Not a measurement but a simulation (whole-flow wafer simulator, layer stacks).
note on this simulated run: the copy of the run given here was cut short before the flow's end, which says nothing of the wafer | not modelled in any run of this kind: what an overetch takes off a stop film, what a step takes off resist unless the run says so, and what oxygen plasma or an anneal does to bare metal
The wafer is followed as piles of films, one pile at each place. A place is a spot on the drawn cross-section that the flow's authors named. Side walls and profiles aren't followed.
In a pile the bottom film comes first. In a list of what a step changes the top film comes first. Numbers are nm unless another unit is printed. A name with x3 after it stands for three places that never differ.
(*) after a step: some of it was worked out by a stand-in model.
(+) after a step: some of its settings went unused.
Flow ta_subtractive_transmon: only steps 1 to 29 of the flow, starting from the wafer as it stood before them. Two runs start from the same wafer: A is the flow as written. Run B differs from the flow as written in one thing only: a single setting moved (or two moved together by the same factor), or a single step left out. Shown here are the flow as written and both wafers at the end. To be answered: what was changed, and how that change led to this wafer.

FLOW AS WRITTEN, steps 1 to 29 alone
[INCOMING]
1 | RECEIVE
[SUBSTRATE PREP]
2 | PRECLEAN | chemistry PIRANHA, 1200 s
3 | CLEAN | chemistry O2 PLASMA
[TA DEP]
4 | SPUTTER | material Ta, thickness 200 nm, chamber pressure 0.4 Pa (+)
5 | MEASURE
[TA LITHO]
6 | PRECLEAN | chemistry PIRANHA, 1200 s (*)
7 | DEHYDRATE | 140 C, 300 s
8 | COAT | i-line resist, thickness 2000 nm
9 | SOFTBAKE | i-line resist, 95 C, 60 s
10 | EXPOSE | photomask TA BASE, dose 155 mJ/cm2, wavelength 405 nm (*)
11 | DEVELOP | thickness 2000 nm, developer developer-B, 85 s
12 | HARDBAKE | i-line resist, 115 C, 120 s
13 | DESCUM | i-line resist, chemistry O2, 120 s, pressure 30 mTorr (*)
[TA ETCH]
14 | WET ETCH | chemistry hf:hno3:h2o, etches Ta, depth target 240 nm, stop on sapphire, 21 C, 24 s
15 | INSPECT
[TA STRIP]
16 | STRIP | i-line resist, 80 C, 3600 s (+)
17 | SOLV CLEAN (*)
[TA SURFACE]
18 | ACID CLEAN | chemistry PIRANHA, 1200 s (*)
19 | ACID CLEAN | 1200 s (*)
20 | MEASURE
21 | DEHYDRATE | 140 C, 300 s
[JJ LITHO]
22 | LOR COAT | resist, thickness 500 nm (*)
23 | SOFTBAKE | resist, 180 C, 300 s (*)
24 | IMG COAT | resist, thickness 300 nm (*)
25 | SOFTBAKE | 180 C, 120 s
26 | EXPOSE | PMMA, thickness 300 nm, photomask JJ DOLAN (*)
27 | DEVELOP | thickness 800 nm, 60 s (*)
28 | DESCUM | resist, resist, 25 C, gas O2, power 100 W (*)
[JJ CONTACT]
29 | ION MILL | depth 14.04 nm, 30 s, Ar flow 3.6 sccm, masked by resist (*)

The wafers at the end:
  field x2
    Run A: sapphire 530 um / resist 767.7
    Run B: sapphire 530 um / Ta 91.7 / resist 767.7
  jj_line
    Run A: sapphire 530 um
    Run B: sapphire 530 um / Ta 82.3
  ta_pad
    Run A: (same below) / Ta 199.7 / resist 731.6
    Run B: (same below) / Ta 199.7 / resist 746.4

The reason: step 14, WET ETCH: 10.8 s was run, while the flow as written has 24 s.

How this came from the change, step by step:
  14 | WET ETCH | chemistry hf:hno3:h2o, etches Ta, depth target 240 nm, stop on sapphire, 21 C, 24 s
      field x2, jj_line, lead: A Ta loses 200 (all of it) | B Ta loses 108
  22 | LOR COAT | resist, thickness 500 nm (*)
      lead: A resist gains 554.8 (new film) | B resist gains 530.6 (new film)
      ta_contact: A resist gains 443.8 (new film) | B resist gains 468.3 (new film)
  24 | IMG COAT | resist, thickness 300 nm (*)
      ta_contact: A resist gains 287.4 | B resist gains 293.4
      ta_pad: A resist gains 281.3 | B resist gains 289.7
  27 | DEVELOP | thickness 800 nm, 60 s (*)
      lead: A resist loses 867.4 (all of it) | B resist loses 837.4 (all of it)
      ta_contact: A resist loses 731.2 (all of it) | B resist loses 761.7 (all of it)
  29 | ION MILL | depth 14.04 nm, 30 s, Ar flow 3.6 sccm, masked by resist (*)
      jj_line, lead: A sapphire loses 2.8 | B Ta loses 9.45
With metal films that touch counted as one body, field x2 has 1 body; the flow as written gives 0 bodies.
With metal films that touch counted as one body, jj_line has 1 body; the flow as written gives 0 bodies.
